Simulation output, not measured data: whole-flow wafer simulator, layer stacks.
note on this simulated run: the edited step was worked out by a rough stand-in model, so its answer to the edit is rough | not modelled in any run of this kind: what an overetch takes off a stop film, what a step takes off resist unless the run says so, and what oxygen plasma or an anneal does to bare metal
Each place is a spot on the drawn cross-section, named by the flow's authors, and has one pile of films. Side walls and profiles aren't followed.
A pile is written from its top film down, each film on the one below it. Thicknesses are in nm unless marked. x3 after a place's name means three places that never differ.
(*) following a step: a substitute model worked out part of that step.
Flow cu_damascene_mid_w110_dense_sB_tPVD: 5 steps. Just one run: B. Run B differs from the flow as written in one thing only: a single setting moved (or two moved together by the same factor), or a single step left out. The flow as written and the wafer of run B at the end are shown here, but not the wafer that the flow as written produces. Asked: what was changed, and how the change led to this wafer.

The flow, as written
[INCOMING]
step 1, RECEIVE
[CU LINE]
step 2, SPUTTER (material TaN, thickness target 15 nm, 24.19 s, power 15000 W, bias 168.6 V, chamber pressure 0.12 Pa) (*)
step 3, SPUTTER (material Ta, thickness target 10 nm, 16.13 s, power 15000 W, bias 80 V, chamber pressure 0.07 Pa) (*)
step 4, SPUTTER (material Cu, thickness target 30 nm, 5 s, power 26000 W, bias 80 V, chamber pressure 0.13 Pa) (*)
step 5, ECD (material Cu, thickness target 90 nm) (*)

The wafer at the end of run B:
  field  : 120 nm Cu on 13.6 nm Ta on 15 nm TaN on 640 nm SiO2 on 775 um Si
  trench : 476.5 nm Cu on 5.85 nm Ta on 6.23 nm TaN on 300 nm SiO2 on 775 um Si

What caused this: step 3, SPUTTER: power 20400 W was run, though the flow has power 15000 W.

The path from the change to this, step by step:
  step 3, SPUTTER (material Ta, thickness target 10 nm, 16.13 s, power 15000 W, bias 80 V, chamber pressure 0.07 Pa) (*)
      field: +13.6 Ta (new film) (as written it would have been: +10 Ta (new film))
      trench: +5.85 Ta (new film) (as written it would have been: +4.05 Ta (new film))
